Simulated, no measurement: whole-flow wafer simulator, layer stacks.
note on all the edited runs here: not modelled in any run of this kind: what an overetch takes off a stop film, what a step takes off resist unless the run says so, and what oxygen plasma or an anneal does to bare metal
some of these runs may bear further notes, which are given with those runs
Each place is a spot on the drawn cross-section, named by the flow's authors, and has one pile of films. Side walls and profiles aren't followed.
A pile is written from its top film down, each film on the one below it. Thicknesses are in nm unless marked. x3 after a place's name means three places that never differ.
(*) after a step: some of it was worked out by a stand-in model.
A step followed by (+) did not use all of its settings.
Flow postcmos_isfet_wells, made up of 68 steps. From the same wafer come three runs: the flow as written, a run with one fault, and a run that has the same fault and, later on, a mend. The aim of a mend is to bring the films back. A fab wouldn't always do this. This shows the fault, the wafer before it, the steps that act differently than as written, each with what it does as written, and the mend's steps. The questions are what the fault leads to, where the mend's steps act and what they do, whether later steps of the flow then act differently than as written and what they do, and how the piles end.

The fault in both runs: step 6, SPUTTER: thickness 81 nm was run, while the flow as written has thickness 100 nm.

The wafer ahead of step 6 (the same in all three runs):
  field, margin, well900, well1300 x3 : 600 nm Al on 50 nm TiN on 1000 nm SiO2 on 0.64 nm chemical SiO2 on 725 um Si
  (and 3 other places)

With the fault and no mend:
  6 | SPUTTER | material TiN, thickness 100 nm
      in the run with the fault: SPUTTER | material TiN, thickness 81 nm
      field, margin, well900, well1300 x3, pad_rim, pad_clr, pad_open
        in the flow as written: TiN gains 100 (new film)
        in the run with the fault: TiN gains 81 (new film)
  Steps further on in the flow that do not act as written:
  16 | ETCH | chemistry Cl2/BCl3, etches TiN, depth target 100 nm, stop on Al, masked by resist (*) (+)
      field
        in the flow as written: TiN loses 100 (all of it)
        in the run with the fault: TiN loses 81 (all of it)
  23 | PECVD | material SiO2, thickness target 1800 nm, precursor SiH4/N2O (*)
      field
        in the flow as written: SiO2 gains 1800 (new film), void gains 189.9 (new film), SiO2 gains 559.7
        in the run with the fault: SiO2 gains 1800 (new film), void gains 175.6 (new film), SiO2 gains 555
  At field, margin, well900, well1300 x3, pad_rim, pad_clr, pad_open, the piles at the end differ from the flow's by more than 2% or 0.5 nm, whichever is larger.
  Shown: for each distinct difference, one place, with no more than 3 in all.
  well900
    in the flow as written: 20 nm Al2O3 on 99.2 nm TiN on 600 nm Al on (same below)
    in the run with the fault: 20 nm Al2O3 on 80.2 nm TiN on 600 nm Al on (same below)
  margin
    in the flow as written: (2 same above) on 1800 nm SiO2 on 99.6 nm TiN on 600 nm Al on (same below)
    in the run with the fault: (2 same above) on 1800 nm SiO2 on 80.6 nm TiN on 600 nm Al on (same below)
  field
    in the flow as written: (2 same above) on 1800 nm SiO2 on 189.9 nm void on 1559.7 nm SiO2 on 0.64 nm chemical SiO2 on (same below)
    in the run with the fault: (2 same above) on 1800 nm SiO2 on 175.6 nm void on 1555 nm SiO2 on 0.64 nm chemical SiO2 on (same below)

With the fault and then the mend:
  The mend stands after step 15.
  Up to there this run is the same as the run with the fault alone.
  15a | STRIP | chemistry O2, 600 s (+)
      margin, well900, well1300 x3, pad_rim, pad_clr, pad_open
        KrF resist loses 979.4 (all of it)
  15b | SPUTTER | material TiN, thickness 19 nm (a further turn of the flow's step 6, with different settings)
      field, margin, well900, well1300 x3, pad_rim, pad_clr, pad_open
        TiN gains 19
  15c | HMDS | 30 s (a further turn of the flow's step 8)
      does not change any film at any place that is followed
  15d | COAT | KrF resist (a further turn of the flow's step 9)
      field, margin, well900, well1300 x3, pad_rim, pad_clr, pad_open
        KrF resist gains 1000 (new film)
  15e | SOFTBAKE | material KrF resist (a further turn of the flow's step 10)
      does not change any film at any place that is followed
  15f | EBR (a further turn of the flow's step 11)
      does not change any film at any place that is followed
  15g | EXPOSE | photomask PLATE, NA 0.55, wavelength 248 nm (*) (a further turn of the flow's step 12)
      does not change any film at any place that is followed
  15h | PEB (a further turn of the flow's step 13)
      field, margin, well900, well1300 x3, pad_rim, pad_clr, pad_open
        KrF resist loses 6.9
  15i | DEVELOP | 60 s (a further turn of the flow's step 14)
      margin, well900, well1300 x3, pad_rim, pad_clr, pad_open
        KrF resist loses 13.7
      field
        KrF resist loses 993.1 (all of it)
  Every later step of the flow that is run acts as written at every place that is followed.
  At every place that both follow, the piles at the end match the flow's.
